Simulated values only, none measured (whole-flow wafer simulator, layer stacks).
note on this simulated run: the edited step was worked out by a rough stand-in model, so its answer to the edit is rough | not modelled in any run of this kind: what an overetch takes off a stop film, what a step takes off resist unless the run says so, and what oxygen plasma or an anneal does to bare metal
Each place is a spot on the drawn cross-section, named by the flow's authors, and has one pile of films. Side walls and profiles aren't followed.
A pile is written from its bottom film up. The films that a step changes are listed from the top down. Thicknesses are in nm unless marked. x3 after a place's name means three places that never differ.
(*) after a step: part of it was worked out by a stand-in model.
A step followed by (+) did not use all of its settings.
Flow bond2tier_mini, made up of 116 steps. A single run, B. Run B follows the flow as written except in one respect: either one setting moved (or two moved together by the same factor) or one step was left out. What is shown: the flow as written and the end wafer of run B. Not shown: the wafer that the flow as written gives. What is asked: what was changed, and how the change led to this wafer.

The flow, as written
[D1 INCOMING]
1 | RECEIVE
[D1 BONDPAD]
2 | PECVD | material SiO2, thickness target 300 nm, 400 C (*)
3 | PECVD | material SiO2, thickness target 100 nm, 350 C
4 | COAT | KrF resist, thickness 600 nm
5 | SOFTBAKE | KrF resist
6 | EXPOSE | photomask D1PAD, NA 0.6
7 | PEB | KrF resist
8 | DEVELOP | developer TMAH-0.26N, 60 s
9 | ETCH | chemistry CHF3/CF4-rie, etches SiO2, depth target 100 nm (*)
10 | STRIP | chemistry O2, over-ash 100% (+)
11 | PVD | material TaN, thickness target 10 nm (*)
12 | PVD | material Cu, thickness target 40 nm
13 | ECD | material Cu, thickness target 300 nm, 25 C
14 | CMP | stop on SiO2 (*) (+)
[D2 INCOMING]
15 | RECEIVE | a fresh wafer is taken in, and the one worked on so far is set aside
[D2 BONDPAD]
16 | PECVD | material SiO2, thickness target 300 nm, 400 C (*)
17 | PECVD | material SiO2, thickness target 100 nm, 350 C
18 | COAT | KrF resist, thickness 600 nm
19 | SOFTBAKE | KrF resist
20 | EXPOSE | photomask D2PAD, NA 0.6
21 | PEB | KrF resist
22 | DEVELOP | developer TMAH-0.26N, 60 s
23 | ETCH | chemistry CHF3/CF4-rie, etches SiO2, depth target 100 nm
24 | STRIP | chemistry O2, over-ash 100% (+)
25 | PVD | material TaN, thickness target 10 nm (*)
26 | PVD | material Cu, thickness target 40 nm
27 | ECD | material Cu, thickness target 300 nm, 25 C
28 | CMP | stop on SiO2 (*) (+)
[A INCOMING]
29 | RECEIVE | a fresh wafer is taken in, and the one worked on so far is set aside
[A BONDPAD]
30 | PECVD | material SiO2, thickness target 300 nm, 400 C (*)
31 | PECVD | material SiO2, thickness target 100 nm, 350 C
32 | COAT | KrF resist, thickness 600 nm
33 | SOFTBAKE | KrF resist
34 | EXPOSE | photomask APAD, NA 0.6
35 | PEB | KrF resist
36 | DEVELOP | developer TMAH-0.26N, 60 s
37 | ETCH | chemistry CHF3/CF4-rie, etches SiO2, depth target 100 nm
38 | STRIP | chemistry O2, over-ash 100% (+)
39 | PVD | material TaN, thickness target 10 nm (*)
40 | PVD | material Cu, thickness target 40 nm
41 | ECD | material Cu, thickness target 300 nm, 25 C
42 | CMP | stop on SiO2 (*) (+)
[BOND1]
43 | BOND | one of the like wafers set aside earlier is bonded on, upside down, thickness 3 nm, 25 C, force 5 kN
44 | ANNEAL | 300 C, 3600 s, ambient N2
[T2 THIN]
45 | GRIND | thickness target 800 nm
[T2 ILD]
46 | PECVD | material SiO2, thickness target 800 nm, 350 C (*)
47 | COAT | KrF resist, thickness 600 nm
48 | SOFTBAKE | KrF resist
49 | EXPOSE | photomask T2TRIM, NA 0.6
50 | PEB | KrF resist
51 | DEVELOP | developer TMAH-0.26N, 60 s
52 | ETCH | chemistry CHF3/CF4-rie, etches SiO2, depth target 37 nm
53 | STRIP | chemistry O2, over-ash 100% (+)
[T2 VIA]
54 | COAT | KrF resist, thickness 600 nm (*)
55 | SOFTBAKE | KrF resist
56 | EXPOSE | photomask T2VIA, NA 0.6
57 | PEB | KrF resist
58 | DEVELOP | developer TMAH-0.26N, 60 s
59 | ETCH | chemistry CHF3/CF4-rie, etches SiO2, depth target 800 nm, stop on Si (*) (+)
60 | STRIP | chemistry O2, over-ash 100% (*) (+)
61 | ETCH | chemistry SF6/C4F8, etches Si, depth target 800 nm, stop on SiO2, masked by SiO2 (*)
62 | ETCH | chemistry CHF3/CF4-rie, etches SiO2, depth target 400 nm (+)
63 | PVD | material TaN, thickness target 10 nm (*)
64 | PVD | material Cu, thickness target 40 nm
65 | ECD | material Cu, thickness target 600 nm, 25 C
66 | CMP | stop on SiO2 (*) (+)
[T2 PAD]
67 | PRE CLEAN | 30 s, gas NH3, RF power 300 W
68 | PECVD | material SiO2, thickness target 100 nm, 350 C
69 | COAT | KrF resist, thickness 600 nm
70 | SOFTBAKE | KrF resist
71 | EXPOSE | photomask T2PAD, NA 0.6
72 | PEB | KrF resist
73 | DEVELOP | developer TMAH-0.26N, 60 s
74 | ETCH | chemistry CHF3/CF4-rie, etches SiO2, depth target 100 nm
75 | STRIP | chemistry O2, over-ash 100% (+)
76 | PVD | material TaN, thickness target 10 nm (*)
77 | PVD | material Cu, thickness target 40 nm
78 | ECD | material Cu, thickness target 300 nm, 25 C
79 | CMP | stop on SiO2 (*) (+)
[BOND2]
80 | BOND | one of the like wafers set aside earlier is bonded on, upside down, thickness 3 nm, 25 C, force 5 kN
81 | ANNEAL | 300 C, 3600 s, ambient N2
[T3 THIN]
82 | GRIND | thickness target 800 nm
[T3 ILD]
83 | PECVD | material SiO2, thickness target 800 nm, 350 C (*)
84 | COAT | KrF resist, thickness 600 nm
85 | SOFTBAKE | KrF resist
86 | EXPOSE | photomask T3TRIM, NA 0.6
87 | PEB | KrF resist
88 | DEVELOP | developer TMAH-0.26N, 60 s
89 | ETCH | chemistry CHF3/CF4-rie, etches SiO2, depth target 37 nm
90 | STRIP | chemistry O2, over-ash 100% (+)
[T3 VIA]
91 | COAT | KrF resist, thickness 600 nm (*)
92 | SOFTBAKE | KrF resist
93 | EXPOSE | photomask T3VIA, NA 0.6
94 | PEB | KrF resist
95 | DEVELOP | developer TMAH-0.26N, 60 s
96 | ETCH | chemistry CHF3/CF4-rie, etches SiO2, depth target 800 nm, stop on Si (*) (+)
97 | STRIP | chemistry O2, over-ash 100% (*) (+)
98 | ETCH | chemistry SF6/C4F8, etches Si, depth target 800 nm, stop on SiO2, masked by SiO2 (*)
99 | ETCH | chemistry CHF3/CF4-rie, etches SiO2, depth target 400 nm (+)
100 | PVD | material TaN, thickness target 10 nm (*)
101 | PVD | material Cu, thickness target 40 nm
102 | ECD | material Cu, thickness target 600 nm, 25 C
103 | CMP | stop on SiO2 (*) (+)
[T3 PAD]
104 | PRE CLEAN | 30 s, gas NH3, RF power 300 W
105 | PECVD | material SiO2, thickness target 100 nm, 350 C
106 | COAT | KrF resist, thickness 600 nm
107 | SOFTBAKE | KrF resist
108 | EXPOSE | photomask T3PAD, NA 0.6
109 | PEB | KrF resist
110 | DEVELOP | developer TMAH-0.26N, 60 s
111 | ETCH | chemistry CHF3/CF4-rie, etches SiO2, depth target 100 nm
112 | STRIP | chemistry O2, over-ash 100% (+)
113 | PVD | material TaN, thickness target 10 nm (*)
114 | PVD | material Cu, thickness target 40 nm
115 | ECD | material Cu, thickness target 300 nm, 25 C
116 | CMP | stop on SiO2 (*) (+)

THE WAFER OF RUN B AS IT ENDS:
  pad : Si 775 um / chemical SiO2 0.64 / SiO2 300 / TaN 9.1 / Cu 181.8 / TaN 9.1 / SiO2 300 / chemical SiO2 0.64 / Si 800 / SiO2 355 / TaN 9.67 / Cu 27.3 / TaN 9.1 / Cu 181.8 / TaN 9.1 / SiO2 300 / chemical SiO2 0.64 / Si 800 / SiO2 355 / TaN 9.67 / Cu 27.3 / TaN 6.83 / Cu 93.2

Cause: step 113, PVD: thickness target 7.5 nm was run, though the flow has thickness target 10 nm.

How this came from the change, step by step:
  113 | PVD | material TaN, thickness target 10 nm (*)
      field: +7.5 TaN (new film) (it would be, as written: +10 TaN (new film))
      pad: +6.83 TaN (new film) (it would be, as written: +9.1 TaN (new film))
  116 | CMP | stop on SiO2 (*) (+)
      field: -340 Cu (all of it), -7.5 TaN (all of it) (it would be, as written: -340 Cu (all of it), -10 TaN (all of it))
